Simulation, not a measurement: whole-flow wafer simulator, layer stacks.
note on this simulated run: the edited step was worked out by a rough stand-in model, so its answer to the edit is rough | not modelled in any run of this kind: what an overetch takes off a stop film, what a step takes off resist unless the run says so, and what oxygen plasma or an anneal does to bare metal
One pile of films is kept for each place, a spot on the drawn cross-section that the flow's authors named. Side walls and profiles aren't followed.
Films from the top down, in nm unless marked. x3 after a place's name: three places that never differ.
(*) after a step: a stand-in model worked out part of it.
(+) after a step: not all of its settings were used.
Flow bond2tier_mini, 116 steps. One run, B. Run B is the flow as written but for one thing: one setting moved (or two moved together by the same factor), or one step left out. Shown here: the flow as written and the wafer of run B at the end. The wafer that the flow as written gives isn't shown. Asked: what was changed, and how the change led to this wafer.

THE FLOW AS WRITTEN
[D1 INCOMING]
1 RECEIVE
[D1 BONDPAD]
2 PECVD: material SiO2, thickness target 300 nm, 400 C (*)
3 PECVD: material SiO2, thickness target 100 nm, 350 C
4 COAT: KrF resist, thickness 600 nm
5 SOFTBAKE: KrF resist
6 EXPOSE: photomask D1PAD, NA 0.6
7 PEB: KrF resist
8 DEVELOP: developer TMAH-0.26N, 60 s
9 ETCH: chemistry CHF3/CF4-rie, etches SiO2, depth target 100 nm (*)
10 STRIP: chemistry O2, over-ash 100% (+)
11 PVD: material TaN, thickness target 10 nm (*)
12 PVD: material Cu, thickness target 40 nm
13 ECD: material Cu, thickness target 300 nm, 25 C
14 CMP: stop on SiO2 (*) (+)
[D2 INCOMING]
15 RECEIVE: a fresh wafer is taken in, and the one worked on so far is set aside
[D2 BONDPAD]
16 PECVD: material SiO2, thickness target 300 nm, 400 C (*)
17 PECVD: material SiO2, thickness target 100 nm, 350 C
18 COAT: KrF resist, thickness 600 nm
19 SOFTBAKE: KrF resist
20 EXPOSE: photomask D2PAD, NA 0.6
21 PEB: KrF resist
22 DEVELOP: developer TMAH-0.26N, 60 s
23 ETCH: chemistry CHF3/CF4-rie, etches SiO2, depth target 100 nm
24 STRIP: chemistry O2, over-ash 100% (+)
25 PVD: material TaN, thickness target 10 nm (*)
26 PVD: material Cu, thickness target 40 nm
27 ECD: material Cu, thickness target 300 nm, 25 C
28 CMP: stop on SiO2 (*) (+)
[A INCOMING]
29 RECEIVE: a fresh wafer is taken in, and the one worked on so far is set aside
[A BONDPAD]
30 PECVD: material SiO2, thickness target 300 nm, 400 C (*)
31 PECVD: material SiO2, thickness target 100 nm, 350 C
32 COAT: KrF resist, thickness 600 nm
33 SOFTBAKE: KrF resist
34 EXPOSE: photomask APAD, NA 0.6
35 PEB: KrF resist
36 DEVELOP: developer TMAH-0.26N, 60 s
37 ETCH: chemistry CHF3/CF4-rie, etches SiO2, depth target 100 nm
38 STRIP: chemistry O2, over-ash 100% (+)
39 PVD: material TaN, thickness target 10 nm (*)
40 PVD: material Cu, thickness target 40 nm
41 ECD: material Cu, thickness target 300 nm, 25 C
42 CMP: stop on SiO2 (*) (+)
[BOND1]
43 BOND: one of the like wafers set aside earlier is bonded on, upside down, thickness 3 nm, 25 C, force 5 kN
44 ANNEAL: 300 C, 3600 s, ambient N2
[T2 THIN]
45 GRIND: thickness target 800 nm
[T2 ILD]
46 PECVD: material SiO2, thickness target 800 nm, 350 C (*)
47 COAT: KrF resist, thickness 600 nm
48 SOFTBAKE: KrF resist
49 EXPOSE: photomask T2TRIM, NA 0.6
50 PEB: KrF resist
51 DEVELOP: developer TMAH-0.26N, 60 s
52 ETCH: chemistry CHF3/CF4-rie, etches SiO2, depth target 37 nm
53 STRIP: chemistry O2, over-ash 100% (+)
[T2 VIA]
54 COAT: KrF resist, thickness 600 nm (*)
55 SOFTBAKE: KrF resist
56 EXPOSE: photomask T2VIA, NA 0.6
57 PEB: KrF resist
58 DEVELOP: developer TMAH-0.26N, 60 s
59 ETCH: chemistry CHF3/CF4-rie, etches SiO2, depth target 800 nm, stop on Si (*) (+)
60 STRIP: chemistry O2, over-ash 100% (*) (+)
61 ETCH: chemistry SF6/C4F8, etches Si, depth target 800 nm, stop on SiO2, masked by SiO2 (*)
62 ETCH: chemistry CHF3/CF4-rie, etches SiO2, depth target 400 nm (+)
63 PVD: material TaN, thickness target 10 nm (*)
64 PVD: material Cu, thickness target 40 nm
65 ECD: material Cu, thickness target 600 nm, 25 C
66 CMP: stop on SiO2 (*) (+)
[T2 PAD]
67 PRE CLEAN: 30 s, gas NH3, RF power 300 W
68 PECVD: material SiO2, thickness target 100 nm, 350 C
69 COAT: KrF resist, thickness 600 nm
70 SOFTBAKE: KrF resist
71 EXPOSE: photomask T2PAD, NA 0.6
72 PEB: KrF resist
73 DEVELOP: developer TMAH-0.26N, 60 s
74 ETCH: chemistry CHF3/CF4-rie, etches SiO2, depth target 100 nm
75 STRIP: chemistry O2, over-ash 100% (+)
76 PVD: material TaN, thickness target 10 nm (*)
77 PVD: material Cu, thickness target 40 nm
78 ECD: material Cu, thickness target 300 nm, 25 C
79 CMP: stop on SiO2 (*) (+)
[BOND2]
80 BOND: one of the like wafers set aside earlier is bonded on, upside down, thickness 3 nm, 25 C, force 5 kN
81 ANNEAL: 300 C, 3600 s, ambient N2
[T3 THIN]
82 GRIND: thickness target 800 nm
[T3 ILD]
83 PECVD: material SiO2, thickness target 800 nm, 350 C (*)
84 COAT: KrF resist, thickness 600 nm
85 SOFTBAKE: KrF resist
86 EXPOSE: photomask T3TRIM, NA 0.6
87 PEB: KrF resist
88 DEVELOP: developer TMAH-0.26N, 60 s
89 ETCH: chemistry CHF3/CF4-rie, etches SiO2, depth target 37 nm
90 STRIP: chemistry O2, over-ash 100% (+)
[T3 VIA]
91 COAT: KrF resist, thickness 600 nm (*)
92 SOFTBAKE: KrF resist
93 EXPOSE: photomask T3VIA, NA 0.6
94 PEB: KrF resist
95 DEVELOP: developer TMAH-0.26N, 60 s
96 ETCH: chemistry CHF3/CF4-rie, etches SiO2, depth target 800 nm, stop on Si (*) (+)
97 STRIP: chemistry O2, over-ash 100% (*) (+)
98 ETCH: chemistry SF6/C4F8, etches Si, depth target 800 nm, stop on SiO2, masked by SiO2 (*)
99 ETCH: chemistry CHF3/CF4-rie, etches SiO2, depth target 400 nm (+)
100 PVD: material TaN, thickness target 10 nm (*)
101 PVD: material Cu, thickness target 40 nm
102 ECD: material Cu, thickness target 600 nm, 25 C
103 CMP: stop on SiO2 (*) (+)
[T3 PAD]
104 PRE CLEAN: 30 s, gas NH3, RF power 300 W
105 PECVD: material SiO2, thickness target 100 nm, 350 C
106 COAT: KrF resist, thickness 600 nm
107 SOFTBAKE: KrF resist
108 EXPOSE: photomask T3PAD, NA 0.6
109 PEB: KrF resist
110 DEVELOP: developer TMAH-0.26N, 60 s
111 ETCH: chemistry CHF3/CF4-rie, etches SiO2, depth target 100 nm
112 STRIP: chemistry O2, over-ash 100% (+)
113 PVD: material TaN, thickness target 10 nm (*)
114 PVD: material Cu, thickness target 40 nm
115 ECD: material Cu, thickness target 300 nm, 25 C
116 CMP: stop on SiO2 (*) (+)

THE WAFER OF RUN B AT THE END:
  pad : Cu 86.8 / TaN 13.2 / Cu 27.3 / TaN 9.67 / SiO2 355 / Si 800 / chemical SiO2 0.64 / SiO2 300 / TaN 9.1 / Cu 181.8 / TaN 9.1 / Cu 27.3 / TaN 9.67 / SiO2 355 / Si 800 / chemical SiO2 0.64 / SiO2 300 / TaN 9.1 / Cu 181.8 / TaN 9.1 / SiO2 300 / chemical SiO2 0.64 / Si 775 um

The cause: step 113, PVD: thickness target 14.5 nm was run, where the flow has thickness target 10 nm.

How the change led to this, step by step:
  113 PVD: material TaN, thickness target 10 nm (*)
      field: TaN +14.5 (new film) (as written it would be: TaN +10 (new film))
      pad: TaN +13.2 (new film) (as written it would be: TaN +9.1 (new film))
  116 CMP: stop on SiO2 (*) (+)
      field: Cu -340 (all of it), TaN -14.5 (all of it) (as written it would be: Cu -340 (all of it), TaN -10 (all of it))
